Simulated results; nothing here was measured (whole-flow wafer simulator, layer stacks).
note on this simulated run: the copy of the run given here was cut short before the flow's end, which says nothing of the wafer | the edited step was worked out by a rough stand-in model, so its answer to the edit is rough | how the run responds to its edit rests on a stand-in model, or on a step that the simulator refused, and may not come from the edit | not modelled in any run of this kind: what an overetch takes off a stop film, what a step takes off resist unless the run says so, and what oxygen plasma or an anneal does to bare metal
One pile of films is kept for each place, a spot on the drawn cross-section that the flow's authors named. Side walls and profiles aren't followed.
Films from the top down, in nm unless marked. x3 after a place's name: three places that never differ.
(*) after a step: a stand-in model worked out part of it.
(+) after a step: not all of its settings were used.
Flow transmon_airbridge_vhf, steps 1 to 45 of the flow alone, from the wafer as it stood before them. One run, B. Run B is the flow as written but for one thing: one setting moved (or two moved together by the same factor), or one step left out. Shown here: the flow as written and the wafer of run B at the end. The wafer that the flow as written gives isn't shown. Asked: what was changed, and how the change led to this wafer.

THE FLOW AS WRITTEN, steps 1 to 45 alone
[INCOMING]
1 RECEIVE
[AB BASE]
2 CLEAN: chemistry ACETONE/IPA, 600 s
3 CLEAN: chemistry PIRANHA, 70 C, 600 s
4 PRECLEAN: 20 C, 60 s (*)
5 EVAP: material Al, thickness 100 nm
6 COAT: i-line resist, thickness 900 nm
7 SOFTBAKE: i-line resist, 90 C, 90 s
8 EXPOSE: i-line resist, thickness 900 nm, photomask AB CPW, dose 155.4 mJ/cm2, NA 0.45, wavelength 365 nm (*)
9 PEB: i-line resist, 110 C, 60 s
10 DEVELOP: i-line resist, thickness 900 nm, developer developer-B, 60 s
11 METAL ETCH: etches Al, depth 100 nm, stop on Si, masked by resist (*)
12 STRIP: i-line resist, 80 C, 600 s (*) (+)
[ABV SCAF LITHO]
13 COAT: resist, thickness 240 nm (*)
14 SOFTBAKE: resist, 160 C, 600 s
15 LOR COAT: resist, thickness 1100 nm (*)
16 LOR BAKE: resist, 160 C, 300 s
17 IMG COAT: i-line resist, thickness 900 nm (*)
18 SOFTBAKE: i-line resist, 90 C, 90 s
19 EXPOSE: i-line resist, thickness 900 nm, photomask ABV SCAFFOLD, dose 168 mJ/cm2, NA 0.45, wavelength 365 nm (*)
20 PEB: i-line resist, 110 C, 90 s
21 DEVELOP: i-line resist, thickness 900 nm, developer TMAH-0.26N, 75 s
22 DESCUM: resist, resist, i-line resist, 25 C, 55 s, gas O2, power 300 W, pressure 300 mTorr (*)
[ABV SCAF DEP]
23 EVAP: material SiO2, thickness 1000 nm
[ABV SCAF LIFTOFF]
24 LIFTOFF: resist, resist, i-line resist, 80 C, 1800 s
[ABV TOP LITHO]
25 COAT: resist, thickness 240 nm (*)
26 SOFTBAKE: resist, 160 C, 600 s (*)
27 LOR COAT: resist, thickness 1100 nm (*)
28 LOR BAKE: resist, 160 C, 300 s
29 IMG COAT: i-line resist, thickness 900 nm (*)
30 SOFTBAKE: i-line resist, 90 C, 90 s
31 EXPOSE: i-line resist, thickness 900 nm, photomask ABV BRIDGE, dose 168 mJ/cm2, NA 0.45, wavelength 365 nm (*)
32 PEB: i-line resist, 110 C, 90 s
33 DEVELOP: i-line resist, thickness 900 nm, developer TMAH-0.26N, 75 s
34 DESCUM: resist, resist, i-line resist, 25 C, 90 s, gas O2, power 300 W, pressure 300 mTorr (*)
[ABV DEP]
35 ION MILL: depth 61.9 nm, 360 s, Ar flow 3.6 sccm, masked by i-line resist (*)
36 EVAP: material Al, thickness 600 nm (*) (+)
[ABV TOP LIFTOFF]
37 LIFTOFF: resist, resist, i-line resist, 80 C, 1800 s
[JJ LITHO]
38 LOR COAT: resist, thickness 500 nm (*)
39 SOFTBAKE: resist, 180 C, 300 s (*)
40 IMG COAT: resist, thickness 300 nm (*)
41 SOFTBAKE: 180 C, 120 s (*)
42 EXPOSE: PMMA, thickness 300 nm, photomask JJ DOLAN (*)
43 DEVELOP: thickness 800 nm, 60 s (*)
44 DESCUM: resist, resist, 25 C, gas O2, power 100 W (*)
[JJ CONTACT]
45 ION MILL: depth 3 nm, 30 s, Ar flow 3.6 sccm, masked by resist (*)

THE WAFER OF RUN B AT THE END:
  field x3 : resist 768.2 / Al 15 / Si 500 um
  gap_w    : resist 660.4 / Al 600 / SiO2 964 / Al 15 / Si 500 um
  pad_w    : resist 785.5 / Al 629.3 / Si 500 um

The cause: step 11, METAL ETCH: depth 85 nm was run, where the flow has depth 100 nm.

How the change led to this, step by step:
  11 METAL ETCH: etches Al, depth 100 nm, stop on Si, masked by resist (*)
      field x3, jj_line, gap_w, gap_e: Al -85 (as written it would be: Al -100 (all of it))
      ground_far, pad_w, flank_w and 8 more: i-line resist -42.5 (as written it would be: i-line resist -50)
  45 ION MILL: depth 3 nm, 30 s, Ar flow 3.6 sccm, masked by resist (*)
      jj_line: Al -15 (all of it), Si -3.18 (as written it would be: Si -11.6)
Counting metal films that touch as one body, field x3 has 1 body; the flow as written gives 0 bodies.
Counting metal films that touch as one body, gap_w has 2 bodies (between them, from the top down: SiO2 964); the flow as written gives 1 body.
